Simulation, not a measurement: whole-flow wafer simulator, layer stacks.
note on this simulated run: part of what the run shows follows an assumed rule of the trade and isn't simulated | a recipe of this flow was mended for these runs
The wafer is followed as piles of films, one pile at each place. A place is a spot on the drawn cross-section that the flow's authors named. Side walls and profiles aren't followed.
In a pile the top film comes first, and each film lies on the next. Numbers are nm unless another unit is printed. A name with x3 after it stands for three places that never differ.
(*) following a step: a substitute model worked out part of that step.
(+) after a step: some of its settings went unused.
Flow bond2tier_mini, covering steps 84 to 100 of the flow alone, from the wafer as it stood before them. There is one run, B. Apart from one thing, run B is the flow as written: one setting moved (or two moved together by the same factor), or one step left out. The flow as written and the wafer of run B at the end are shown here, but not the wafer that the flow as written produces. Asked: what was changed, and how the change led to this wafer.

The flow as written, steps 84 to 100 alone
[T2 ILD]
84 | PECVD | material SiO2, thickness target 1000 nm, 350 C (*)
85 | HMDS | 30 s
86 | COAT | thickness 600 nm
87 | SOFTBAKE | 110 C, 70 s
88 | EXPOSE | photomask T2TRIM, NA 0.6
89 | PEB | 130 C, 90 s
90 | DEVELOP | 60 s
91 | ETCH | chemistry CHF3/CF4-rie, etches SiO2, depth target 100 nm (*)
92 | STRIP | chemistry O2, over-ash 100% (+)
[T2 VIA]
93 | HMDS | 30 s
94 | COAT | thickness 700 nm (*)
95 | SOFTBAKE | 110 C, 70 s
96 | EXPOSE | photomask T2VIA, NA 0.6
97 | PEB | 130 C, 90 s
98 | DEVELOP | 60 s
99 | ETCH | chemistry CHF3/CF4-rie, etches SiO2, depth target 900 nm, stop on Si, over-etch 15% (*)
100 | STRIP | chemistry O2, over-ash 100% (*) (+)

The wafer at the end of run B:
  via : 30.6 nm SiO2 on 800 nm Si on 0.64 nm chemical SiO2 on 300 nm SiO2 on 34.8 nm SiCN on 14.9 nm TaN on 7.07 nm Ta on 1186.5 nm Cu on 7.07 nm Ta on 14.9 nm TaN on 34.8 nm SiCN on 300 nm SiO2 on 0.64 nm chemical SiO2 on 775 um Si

Cause: step 99, ETCH: depth target 756 nm was run, while the flow as written has depth target 900 nm.

The path from the change to this, step by step:
  99 | ETCH | chemistry CHF3/CF4-rie, etches SiO2, depth target 900 nm, stop on Si, over-etch 15% (*)
      via: SiO2 loses 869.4 (in the flow as written it would be: SiO2 loses 900 (all of it), Si loses 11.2)
      field, pad: thick-KrF-resist loses 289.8 (in the flow as written it would be: thick-KrF-resist loses 345)
  100 | STRIP | chemistry O2, over-ash 100% (*) (+)
      field: thick-KrF-resist loses 341.8 (all of it) (in the flow as written it would be: thick-KrF-resist loses 286.6 (all of it))
      pad: thick-KrF-resist loses 428.1 (all of it) (in the flow as written it would be: thick-KrF-resist loses 372.9 (all of it))
